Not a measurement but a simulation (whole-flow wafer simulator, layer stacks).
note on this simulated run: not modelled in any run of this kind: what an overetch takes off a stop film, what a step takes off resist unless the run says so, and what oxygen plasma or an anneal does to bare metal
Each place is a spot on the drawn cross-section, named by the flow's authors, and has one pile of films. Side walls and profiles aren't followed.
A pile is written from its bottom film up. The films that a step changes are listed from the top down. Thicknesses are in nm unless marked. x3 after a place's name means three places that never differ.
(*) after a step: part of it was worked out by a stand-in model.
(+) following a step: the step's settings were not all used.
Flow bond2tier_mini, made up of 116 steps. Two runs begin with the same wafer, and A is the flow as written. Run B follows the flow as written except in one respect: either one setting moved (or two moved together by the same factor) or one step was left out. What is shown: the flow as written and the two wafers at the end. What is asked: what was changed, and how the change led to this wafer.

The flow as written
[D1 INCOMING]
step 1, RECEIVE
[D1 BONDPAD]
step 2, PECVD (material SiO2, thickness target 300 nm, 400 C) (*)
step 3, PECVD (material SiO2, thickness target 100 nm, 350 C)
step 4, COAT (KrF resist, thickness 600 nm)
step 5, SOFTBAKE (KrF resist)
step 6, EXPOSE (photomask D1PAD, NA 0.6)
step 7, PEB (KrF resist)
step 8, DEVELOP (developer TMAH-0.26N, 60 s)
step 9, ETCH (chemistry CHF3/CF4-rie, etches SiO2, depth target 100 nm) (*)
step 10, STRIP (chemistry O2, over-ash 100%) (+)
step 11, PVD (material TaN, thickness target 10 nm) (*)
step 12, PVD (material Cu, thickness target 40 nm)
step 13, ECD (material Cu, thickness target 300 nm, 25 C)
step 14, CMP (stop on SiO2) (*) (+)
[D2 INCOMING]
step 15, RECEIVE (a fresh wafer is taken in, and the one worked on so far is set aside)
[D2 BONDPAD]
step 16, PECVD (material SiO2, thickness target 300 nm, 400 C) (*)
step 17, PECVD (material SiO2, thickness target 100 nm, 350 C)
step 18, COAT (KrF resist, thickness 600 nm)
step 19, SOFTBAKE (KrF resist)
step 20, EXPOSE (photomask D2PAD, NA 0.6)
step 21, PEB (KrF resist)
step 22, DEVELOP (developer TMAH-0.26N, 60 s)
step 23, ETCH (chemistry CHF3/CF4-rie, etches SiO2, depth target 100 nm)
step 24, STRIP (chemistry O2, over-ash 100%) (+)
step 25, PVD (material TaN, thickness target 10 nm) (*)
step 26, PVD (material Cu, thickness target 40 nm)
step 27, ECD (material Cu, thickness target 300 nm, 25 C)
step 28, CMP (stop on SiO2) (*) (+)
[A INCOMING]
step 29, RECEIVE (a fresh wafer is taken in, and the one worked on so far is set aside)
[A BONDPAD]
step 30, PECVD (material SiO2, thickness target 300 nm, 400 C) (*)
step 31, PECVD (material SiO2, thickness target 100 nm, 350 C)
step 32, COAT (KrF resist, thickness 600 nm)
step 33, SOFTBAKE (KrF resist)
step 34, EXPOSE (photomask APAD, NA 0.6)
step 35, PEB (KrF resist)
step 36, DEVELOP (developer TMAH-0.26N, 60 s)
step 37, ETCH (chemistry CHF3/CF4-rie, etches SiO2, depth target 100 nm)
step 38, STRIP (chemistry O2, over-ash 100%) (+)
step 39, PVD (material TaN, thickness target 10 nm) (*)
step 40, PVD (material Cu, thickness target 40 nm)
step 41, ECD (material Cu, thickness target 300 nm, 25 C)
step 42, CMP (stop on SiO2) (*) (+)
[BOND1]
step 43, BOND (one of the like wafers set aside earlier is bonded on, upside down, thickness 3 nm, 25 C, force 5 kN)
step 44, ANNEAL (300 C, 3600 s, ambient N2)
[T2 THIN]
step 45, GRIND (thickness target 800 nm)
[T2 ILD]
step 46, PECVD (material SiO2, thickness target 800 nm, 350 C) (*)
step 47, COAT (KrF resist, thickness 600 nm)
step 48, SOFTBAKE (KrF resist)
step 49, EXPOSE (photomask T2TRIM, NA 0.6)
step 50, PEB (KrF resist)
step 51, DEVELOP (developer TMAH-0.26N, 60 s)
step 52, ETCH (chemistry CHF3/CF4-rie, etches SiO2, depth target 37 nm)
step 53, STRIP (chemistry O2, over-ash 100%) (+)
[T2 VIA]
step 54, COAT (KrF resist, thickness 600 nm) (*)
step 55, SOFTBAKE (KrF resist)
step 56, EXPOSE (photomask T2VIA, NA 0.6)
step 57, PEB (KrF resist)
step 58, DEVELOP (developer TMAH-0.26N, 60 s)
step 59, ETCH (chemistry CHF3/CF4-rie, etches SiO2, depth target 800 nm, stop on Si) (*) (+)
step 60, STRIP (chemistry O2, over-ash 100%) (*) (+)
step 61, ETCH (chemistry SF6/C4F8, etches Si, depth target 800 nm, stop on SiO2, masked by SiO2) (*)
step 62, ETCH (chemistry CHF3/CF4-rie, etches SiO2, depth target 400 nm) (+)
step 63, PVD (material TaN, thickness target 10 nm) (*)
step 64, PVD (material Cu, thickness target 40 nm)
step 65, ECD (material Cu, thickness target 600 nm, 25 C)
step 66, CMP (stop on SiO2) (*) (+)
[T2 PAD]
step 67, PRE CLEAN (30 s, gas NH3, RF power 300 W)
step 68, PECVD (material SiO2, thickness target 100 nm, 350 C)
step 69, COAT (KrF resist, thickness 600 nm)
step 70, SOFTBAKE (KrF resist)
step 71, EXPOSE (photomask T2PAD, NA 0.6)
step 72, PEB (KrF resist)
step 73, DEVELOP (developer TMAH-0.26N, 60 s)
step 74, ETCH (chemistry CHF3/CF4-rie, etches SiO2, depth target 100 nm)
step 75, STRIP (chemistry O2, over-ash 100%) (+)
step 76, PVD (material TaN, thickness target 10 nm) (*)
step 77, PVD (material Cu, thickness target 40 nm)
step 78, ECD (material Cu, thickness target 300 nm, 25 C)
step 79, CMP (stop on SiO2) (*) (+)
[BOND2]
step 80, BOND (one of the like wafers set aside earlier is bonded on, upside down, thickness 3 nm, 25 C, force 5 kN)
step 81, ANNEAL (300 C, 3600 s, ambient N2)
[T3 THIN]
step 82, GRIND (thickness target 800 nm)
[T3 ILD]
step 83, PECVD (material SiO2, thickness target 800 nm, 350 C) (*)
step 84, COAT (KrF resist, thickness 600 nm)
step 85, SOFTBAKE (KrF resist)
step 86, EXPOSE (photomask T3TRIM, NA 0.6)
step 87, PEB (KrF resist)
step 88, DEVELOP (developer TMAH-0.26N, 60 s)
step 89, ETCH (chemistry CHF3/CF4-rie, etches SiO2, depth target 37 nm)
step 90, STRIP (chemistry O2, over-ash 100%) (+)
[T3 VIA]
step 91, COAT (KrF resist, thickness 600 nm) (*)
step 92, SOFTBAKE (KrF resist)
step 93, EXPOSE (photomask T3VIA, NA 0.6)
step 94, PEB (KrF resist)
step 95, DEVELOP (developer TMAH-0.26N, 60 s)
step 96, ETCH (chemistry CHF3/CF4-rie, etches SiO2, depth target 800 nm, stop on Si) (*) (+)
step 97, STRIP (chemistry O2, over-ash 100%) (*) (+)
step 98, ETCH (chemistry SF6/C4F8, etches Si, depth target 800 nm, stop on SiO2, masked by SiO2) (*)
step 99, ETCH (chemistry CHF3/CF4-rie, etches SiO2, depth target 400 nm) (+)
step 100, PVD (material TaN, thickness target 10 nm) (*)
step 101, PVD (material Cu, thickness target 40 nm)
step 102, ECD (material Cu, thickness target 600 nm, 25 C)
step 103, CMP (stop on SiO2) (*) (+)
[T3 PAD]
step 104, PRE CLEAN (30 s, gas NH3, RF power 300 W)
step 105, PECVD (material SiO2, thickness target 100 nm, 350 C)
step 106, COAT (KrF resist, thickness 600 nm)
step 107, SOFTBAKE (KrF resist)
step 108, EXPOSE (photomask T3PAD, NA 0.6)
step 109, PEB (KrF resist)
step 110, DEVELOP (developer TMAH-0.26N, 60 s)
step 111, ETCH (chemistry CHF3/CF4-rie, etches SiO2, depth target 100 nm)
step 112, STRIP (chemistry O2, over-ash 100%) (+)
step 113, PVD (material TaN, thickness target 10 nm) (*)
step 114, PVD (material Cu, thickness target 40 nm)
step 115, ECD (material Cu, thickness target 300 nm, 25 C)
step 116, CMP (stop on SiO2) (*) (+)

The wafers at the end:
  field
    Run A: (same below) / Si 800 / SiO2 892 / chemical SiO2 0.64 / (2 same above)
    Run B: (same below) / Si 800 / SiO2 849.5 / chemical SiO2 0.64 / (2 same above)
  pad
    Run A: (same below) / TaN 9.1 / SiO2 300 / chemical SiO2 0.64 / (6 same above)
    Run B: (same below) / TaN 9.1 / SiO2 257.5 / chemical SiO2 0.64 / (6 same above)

The reason: step 17, PECVD: thickness target 57.5 nm was run, whereas the flow has thickness target 100 nm.

How this came from the change, step by step:
  step 17, PECVD (material SiO2, thickness target 100 nm, 350 C)
      field, pad, via: A SiO2 gains 100 | B SiO2 gains 57.5
  step 80, BOND (one of the like wafers set aside earlier is bonded on, upside down, thickness 3 nm, 25 C, force 5 kN)
      field: A Si gains 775 um (new film), chemical SiO2 gains 0.64 (new film), SiO2 gains 400 | B Si gains 775 um (new film), chemical SiO2 gains 0.64 (new film), SiO2 gains 357.5
      pad: A Si gains 775 um (new film), chemical SiO2 gains 0.64 (new film), SiO2 gains 300 (new film), TaN gains 9.1 (new film), Cu gains 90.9 | B Si gains 775 um (new film), chemical SiO2 gains 0.64 (new film), SiO2 gains 257.5 (new film), TaN gains 9.1 (new film), Cu gains 90.9
